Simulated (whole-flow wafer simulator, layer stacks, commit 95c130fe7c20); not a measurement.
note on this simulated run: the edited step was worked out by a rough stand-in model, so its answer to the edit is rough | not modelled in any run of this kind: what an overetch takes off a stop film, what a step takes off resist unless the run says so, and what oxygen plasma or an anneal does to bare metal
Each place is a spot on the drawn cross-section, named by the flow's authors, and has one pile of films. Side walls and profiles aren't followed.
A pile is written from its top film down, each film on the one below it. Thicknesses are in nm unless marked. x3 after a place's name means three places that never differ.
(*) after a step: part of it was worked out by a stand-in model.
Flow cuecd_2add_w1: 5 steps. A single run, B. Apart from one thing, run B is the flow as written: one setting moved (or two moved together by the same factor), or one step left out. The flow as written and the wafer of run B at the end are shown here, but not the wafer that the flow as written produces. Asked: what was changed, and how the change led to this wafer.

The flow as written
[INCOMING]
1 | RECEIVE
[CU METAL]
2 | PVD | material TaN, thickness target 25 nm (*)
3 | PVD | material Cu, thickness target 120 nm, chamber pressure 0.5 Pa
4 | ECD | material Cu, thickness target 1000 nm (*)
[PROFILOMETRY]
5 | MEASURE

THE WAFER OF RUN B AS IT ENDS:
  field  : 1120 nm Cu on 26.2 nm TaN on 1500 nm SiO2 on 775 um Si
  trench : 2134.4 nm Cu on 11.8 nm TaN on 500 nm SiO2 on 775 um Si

Cause: step 2, PVD: thickness target 26.2 nm was run, whereas the flow has thickness target 25 nm.
The wafer itself shows it: field has TaN 26.2, and step 2 as written asks for 25 nm.

Step by step, how the change led to this:
  2 | PVD | material TaN, thickness target 25 nm (*)
      field: TaN gains 26.2 (new film) (in the flow as written it would be: TaN gains 25 (new film))
      trench: TaN gains 11.8 (new film) (in the flow as written it would be: TaN gains 11.2 (new film))
